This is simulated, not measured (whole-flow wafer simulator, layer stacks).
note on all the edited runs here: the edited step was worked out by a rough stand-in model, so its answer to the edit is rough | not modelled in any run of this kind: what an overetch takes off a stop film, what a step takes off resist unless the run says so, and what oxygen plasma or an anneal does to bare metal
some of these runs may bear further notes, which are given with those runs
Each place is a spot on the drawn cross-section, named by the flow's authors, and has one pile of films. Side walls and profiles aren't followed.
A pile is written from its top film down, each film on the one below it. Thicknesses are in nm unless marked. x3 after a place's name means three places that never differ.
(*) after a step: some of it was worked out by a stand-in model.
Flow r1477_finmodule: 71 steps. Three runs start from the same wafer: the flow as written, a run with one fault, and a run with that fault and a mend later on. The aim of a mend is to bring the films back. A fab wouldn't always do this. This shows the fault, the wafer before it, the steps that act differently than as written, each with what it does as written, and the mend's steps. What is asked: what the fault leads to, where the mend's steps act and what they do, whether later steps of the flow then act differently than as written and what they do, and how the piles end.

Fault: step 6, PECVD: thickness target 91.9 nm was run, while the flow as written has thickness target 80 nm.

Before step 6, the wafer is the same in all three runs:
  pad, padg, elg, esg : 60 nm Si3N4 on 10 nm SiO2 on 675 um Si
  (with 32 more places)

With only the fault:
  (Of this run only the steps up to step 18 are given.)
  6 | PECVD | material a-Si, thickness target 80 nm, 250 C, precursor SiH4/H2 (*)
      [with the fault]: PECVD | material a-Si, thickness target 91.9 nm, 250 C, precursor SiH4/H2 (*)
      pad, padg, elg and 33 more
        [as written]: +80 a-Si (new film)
        [with the fault]: +91.9 a-Si (new film)
  Later steps of the flow acting differently than as written:
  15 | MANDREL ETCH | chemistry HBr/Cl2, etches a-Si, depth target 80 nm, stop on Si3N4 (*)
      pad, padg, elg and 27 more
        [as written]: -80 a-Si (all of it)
        [with the fault]: -80 a-Si
  After step 18, at pad, padg, elg and 33 more, the piles differ from the flow's by more than 2% or 0.5 nm, whichever is larger.
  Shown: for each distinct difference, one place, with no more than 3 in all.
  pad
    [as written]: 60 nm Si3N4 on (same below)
    [with the fault]: 11.9 nm a-Si on 60 nm Si3N4 on (same below)
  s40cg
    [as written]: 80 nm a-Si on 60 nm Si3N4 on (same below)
    [with the fault]: 91.9 nm a-Si on 60 nm Si3N4 on (same below)

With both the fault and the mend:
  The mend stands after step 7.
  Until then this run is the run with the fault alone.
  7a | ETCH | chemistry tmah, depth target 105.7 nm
      pad, padg, elg and 33 more
        -91.9 a-Si (all of it)
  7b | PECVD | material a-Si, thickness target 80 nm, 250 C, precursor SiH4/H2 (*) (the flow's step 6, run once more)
      pad, padg, elg and 33 more
        +80 a-Si (new film)
  Every later step of the flow that is run acts as written at every place that is followed.
  By the end, the piles equal the flow's at every place that both follow.
